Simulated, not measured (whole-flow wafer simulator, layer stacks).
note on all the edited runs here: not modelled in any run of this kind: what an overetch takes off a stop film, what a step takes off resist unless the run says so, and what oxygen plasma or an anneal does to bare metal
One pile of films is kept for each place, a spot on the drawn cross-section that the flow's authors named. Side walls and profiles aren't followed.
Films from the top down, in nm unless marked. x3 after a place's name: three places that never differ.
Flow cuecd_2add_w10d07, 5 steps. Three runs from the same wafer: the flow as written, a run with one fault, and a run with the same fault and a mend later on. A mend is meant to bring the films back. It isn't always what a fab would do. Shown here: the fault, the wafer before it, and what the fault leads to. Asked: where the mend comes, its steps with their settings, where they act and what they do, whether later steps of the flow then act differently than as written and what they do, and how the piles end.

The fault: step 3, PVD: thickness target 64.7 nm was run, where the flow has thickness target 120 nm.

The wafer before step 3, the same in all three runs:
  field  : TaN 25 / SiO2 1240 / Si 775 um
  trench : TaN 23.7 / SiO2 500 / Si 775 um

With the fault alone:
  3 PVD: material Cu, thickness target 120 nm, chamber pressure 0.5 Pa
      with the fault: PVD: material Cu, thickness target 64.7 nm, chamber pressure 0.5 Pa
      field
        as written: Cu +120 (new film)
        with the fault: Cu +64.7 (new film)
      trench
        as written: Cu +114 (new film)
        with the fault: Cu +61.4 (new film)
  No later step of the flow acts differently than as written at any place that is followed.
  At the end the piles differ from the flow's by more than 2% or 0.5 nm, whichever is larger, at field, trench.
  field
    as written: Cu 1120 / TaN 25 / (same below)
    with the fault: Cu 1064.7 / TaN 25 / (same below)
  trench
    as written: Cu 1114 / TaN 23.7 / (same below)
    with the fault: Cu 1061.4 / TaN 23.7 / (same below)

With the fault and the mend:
  The mend comes after step 3.
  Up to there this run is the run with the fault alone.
  3a ETCH: chemistry cu recess dil, depth target 74.35 nm
      field
        Cu -64.7 (all of it)
      trench
        Cu -61.4 (all of it)
  3b PVD: material Cu, thickness target 120 nm, chamber pressure 0.5 Pa (the flow's step 3 once more)
      field
        Cu +120 (new film)
      trench
        Cu +114 (new film)
  No later step of the flow acts differently than as written at any place that is followed.
  At the end the piles are the same as the flow's at every place that both follow.
